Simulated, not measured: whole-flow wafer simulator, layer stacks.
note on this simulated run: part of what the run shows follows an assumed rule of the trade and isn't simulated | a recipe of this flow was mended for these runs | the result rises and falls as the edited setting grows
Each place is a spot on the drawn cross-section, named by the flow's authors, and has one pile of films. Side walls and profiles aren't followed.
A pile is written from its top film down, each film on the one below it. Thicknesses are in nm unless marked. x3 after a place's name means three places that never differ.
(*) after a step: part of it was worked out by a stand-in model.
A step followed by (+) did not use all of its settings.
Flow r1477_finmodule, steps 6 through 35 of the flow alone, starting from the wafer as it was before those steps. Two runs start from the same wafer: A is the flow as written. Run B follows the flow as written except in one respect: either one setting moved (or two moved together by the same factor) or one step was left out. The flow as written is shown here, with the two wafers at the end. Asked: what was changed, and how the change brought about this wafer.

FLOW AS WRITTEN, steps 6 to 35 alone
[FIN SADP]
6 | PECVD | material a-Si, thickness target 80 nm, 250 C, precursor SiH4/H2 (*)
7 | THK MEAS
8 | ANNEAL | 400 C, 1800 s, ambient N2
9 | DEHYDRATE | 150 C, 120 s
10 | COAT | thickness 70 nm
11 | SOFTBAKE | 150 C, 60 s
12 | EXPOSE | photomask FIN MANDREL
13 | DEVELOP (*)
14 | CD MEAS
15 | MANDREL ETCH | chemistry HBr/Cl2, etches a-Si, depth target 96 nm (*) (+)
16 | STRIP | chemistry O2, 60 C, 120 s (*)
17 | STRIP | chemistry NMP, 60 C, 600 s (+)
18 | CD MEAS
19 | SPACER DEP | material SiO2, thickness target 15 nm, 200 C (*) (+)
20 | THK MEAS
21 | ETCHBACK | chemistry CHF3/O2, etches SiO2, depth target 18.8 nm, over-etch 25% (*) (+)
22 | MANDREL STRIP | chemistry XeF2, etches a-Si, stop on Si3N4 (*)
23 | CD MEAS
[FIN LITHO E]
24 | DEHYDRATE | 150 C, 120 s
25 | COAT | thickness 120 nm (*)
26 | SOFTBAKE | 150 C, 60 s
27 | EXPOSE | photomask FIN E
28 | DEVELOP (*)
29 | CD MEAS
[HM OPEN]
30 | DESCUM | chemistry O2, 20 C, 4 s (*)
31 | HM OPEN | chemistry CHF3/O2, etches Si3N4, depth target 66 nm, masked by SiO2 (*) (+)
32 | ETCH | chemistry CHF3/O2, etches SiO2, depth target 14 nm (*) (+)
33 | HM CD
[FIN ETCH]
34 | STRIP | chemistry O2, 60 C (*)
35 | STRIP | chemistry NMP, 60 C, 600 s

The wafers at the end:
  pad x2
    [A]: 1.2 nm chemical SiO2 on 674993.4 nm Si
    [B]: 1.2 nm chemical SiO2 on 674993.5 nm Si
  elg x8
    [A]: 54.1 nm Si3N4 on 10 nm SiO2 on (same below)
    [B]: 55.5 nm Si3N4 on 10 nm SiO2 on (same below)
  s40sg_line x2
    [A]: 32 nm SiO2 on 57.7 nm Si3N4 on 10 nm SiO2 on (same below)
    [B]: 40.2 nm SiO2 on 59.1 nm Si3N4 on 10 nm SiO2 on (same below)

The reason: step 6, PECVD: thickness target 89.6 nm was run, while the flow as written has thickness target 80 nm.

How this came from the change, step by step:
  6 | PECVD | material a-Si, thickness target 80 nm, 250 C, precursor SiH4/H2 (*)
      pad x2, elg x8, esg x2 and 24 more: A +80 a-Si (new film) | B +89.6 a-Si (new film)
  15 | MANDREL ETCH | chemistry HBr/Cl2, etches a-Si, depth target 96 nm (*) (+)
      pad x2, elg x8, esg x2 and 18 more: A -80 a-Si (all of it), -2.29 Si3N4 | B -89.6 a-Si (all of it), -0.91 Si3N4
  22 | MANDREL STRIP | chemistry XeF2, etches a-Si, stop on Si3N4 (*)
      s40cg x2, s45cg x2, s50cg x2: A -79 a-Si (all of it) | B -88.6 a-Si (all of it)
  25 | COAT | thickness 120 nm (*)
      s40cg x2: A +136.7 e-beam-resist (new film) | B +139.7 e-beam-resist (new film)
      s40sg_line x2: A +60 e-beam-resist (new film) | B +53.4 e-beam-resist (new film)
      (as well as at 8 more places)
  28 | DEVELOP (*)
      s40cg x2: A -136.7 e-beam-resist (all of it) | B -139.7 e-beam-resist (all of it)
      s40sg_line x2: A -60 e-beam-resist (all of it) | B -53.4 e-beam-resist (all of it)
      (as well as at 8 more places)
  31 | HM OPEN | chemistry CHF3/O2, etches Si3N4, depth target 66 nm, masked by SiO2 (*) (+)
      pad x2, esg x2, e40sg x2, e100sg x2, e200sg x2, s40sg x2, s45sg x2, s50sg x2: A -54.1 Si3N4 (all of it), -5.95 SiO2 | B -55.5 Si3N4 (all of it), -5.27 SiO2
  32 | ETCH | chemistry CHF3/O2, etches SiO2, depth target 14 nm (*) (+)
      pad x2, esg x2, e40sg x2, e100sg x2, e200sg x2, s40sg x2, s45sg x2, s50sg x2: A -4.05 SiO2 (all of it), -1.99 Si | B -4.73 SiO2 (all of it), -1.85 Si
